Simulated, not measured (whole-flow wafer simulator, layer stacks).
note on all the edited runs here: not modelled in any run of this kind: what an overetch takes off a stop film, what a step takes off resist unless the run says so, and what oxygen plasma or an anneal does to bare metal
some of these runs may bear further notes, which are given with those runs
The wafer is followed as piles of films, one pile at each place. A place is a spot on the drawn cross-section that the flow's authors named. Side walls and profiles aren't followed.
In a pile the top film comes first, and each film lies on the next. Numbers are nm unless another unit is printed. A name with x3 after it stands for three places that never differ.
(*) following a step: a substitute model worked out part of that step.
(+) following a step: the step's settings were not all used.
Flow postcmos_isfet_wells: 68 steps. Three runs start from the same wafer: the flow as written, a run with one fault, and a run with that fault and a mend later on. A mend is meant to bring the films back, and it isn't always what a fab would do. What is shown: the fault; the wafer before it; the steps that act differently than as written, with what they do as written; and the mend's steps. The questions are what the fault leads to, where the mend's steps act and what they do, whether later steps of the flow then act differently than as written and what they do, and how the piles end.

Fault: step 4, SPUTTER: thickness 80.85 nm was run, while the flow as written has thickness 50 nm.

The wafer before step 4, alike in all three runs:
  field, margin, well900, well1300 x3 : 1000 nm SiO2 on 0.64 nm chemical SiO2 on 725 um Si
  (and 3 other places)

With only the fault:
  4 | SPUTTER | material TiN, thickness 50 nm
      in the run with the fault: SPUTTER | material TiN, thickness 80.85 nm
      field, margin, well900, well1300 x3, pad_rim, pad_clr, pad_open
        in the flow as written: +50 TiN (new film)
        in the run with the fault: +80.8 TiN (new film)
  Later steps of the flow acting differently than as written (1 other step is not shown; it differs only slightly, by no more than 2% or 0.5 nm, whichever is larger):
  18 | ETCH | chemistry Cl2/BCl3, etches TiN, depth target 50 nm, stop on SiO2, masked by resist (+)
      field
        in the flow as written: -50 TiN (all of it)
        in the run with the fault: -50 TiN
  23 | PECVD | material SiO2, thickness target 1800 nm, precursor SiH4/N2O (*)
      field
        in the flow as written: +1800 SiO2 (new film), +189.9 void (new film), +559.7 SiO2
        in the run with the fault: +1800 SiO2 (new film), +190.2 void (new film), +559.8 SiO2 (new film)
  At field, margin, well900, well1300 x3, pad_rim, pad_clr, pad_open, the piles at the end differ from the flow's by more than 2% or 0.5 nm, whichever is larger.
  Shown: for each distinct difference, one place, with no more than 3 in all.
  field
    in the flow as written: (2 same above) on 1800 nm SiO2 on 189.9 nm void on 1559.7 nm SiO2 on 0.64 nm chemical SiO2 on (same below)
    in the run with the fault: (2 same above) on 1800 nm SiO2 on 190.2 nm void on 559.8 nm SiO2 on 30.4 nm TiN on 1000 nm SiO2 on 0.64 nm chemical SiO2 on (same below)
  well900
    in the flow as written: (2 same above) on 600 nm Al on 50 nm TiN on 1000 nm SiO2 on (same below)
    in the run with the fault: (2 same above) on 600 nm Al on 80.8 nm TiN on 1000 nm SiO2 on (same below)
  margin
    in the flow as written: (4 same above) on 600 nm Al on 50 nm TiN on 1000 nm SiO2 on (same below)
    in the run with the fault: (4 same above) on 600 nm Al on 80.8 nm TiN on 1000 nm SiO2 on (same below)

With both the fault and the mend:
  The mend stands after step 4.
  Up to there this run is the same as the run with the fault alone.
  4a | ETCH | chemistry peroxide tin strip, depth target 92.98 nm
      field, margin, well900, well1300 x3, pad_rim, pad_clr, pad_open
        -80.8 TiN (all of it)
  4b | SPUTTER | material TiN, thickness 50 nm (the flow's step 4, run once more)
      field, margin, well900, well1300 x3, pad_rim, pad_clr, pad_open
        +50 TiN (new film)
  None of the later steps of the flow acts differently than as written at any place that is followed.
  At every place that both follow, the piles at the end match the flow's.
